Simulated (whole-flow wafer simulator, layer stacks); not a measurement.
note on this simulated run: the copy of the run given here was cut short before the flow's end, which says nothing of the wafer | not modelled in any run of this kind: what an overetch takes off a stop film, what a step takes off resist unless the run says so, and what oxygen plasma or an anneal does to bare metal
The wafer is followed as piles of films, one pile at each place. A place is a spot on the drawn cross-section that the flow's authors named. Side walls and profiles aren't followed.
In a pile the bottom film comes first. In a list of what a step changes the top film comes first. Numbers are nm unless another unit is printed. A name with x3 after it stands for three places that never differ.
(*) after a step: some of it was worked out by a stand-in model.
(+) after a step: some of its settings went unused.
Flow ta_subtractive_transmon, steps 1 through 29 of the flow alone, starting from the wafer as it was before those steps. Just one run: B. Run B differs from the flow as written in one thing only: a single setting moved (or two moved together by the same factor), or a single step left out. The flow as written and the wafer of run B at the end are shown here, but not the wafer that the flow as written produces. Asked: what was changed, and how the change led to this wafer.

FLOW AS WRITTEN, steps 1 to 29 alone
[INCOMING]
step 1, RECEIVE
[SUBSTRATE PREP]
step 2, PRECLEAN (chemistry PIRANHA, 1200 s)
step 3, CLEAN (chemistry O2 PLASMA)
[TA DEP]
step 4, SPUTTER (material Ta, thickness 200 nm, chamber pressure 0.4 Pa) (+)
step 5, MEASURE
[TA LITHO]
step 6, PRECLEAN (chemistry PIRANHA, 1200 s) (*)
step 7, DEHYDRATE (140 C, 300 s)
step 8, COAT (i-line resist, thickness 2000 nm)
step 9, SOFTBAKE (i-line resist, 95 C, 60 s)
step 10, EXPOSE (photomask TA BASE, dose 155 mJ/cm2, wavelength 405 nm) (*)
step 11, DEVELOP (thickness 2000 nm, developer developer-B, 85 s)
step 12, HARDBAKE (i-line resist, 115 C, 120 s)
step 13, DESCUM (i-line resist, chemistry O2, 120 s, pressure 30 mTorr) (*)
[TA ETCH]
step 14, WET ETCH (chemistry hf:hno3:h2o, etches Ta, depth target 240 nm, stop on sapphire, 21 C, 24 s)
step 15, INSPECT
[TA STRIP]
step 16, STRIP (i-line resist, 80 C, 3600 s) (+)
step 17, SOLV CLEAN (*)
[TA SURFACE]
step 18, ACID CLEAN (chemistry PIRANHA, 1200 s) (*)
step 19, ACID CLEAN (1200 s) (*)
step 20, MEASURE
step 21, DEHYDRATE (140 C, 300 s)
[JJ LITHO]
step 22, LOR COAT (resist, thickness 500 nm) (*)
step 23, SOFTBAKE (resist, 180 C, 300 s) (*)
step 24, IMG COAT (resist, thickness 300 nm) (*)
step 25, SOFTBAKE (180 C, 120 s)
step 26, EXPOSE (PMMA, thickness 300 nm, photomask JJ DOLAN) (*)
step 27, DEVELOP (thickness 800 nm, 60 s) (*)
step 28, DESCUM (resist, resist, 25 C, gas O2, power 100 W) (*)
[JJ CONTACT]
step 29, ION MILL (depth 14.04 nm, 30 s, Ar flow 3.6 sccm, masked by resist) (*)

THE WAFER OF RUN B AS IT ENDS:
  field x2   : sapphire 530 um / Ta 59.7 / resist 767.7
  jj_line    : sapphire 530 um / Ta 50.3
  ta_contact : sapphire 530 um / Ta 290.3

The reason: step 4, SPUTTER: thickness 300 nm was run, while the flow as written has thickness 200 nm.

How this came from the change, step by step:
  step 4, SPUTTER (material Ta, thickness 200 nm, chamber pressure 0.4 Pa) (+)
      field x2, jj_line, lead, ta_contact, ta_pad: +300 Ta (new film) (as written it would have been: +200 Ta (new film))
  step 14, WET ETCH (chemistry hf:hno3:h2o, etches Ta, depth target 240 nm, stop on sapphire, 21 C, 24 s)
      field x2, jj_line, lead: -240 Ta (as written it would have been: -200 Ta (all of it))
  step 22, LOR COAT (resist, thickness 500 nm) (*)
      ta_contact: +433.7 resist (new film) (as written it would have been: +443.8 resist (new film))
  step 29, ION MILL (depth 14.04 nm, 30 s, Ar flow 3.6 sccm, masked by resist) (*)
      jj_line, lead: -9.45 Ta (as written it would have been: -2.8 sapphire)
If metal films that touch count as one body, field x2 has 1 body; the flow as written gives 0 bodies.
If metal films that touch count as one body, jj_line has 1 body; the flow as written gives 0 bodies.
